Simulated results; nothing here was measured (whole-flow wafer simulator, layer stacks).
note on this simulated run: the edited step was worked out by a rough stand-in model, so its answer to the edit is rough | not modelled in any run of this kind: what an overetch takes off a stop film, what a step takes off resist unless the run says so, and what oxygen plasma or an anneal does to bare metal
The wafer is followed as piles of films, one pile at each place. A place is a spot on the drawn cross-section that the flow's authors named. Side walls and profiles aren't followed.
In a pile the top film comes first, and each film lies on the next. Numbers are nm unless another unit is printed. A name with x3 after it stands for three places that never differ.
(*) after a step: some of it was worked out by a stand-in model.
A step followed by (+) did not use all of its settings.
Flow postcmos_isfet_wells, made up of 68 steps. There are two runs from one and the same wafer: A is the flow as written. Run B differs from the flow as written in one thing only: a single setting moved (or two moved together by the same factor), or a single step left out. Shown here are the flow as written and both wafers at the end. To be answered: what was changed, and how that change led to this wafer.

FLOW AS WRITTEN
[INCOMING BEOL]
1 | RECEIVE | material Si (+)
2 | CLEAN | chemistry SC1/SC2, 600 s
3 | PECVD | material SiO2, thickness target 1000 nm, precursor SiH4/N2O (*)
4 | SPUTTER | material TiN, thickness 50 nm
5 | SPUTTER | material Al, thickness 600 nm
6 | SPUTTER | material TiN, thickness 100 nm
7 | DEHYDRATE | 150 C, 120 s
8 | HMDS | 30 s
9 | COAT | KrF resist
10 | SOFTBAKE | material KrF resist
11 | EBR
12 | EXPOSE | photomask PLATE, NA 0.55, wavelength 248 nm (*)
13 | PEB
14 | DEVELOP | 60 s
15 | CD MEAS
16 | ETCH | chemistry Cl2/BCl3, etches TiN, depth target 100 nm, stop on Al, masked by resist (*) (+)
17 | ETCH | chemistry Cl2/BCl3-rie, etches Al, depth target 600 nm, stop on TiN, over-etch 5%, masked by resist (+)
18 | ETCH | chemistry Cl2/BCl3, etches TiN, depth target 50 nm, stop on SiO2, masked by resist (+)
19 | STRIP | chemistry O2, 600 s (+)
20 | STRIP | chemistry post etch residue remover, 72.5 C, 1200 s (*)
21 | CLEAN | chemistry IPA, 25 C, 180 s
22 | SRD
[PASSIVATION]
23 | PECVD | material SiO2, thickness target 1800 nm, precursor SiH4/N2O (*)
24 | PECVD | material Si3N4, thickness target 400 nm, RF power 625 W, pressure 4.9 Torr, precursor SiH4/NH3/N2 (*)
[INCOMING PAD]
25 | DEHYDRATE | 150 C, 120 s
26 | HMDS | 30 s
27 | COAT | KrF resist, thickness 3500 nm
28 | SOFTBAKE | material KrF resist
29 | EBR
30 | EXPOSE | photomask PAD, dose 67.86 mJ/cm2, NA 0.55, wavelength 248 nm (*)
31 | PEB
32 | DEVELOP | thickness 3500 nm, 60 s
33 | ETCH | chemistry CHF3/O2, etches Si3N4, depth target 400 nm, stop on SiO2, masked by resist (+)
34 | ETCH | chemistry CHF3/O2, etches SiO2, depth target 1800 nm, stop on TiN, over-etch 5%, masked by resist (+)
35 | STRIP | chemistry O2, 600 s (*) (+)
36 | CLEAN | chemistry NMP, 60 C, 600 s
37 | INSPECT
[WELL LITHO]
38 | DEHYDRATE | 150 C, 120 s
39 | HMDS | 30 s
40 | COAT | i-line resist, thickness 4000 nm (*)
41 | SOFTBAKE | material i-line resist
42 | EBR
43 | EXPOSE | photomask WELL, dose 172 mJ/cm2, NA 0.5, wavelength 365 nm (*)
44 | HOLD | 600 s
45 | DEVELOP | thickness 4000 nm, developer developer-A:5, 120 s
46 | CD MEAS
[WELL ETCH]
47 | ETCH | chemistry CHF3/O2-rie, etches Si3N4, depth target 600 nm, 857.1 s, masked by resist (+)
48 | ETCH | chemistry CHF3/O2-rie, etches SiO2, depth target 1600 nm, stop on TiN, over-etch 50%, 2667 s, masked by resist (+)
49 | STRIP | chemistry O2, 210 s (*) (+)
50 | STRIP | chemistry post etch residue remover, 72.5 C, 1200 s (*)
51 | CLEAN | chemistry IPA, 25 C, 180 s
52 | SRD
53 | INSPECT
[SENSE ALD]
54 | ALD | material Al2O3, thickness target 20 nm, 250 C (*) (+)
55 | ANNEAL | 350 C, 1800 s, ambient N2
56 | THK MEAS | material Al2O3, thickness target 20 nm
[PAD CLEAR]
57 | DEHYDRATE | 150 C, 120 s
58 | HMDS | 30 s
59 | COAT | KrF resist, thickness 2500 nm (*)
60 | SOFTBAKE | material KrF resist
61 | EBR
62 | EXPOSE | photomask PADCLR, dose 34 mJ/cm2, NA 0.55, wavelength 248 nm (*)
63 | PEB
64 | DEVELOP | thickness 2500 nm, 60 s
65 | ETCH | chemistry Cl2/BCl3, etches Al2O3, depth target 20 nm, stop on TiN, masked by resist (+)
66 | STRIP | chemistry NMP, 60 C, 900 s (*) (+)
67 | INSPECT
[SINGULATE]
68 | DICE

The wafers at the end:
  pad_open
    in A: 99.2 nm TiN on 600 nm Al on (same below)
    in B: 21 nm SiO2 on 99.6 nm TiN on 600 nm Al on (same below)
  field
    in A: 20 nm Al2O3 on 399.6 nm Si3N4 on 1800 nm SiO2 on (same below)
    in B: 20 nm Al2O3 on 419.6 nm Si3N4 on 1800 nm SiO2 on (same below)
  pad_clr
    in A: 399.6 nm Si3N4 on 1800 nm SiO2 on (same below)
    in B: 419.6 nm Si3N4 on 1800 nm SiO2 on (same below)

Cause: step 24, PECVD: thickness target 420 nm was run, whereas the flow has thickness target 400 nm.

The path from the change to this, step by step:
  24 | PECVD | material Si3N4, thickness target 400 nm, RF power 625 W, pressure 4.9 Torr, precursor SiH4/NH3/N2 (*)
      field, margin, well900, well1300 x3, pad_rim, pad_clr, pad_open: A +400 Si3N4 (new film) | B +420 Si3N4 (new film)
  33 | ETCH | chemistry CHF3/O2, etches Si3N4, depth target 400 nm, stop on SiO2, masked by resist (+)
      pad_open: A -400 Si3N4 (all of it) | B -400 Si3N4
  34 | ETCH | chemistry CHF3/O2, etches SiO2, depth target 1800 nm, stop on TiN, over-etch 5%, masked by resist (+)
      pad_open: A -1800 SiO2 (all of it) | B -20 Si3N4 (all of it), -1779 SiO2
  47 | ETCH | chemistry CHF3/O2-rie, etches Si3N4, depth target 600 nm, 857.1 s, masked by resist (+)
      well900, well1300 x3: A -400 Si3N4 (all of it), -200 SiO2 | B -420 Si3N4 (all of it), -180 SiO2
